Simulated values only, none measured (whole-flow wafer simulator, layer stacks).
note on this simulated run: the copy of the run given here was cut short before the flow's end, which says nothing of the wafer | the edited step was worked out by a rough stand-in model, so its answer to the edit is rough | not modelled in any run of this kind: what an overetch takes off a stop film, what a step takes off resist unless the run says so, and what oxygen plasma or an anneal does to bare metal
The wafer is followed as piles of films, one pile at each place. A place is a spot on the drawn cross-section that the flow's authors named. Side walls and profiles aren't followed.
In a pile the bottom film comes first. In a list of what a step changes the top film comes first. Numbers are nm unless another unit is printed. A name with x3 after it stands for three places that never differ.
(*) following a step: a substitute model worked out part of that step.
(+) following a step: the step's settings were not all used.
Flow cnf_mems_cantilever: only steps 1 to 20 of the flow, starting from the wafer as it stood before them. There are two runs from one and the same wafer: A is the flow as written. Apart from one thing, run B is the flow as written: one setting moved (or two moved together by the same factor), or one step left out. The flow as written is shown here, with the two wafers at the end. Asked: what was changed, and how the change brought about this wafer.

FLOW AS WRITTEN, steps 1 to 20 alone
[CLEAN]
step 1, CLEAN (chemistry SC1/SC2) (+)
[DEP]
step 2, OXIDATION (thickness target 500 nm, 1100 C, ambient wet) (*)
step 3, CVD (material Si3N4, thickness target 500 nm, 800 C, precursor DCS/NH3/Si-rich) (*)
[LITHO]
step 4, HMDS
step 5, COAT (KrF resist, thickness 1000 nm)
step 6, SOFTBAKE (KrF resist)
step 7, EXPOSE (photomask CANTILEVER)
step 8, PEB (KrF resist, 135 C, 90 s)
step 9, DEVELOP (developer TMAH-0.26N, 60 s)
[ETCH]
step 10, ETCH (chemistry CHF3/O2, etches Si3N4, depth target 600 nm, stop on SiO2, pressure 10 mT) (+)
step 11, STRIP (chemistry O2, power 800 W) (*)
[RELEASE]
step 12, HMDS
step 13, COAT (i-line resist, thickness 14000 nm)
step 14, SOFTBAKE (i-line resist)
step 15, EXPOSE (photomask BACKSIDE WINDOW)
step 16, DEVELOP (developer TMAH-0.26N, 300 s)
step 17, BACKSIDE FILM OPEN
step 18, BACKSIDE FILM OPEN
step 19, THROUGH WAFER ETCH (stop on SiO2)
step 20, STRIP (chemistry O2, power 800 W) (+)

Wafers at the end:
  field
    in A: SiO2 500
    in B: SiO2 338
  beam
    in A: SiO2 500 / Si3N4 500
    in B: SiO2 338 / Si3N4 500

The reason: step 2, OXIDATION: thickness target 338 nm was run, while the flow as written has thickness target 500 nm.
The wafer itself shows it: field has SiO2 338, and step 2 as written asks for 500 nm.

Step by step, how the change led to this:
  step 2, OXIDATION (thickness target 500 nm, 1100 C, ambient wet) (*)
      field, beam: A SiO2 gains 500 (new film), chemical SiO2 loses 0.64 (all of it), Si loses 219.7 | B SiO2 gains 338 (new film), chemical SiO2 loses 0.64 (all of it), Si loses 148.4
  step 19, THROUGH WAFER ETCH (stop on SiO2)
      field: A under 1 film: Si loses 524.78 um (all of it) | B under 1 film: Si loses 524.85 um (all of it)
      beam: A under 2 films: Si loses 524.78 um (all of it) | B under 2 films: Si loses 524.85 um (all of it)
